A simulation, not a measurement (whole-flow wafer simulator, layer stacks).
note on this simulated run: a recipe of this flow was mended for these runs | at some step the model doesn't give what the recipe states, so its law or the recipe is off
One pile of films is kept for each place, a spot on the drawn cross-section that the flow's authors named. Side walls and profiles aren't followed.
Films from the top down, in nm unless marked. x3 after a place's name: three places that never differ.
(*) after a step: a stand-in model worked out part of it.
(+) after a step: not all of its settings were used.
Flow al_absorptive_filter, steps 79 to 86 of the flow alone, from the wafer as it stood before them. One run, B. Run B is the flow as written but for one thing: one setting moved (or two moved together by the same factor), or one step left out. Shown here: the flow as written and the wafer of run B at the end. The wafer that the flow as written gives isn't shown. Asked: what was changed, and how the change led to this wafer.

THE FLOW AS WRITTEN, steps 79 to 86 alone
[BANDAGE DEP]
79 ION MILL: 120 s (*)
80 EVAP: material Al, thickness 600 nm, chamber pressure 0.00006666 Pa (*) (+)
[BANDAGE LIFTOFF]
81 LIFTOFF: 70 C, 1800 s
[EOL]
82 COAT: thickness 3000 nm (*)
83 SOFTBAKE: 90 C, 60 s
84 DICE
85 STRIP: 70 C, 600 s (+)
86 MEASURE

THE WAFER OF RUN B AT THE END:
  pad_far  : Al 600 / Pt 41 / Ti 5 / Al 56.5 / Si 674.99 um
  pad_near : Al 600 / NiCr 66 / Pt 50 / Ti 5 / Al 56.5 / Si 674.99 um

The cause: step 79, ION MILL: 74 s was run, where the flow has 120 s.

How the change led to this, step by step:
  79 ION MILL: 120 s (*)
      gnd, ledge, res and 9 more: i-line-resist -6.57 (as written it would be: i-line-resist -10.7)
      pad_far: Pt -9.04 (as written it would be: Pt -14.7)
      (and at 1 more place)
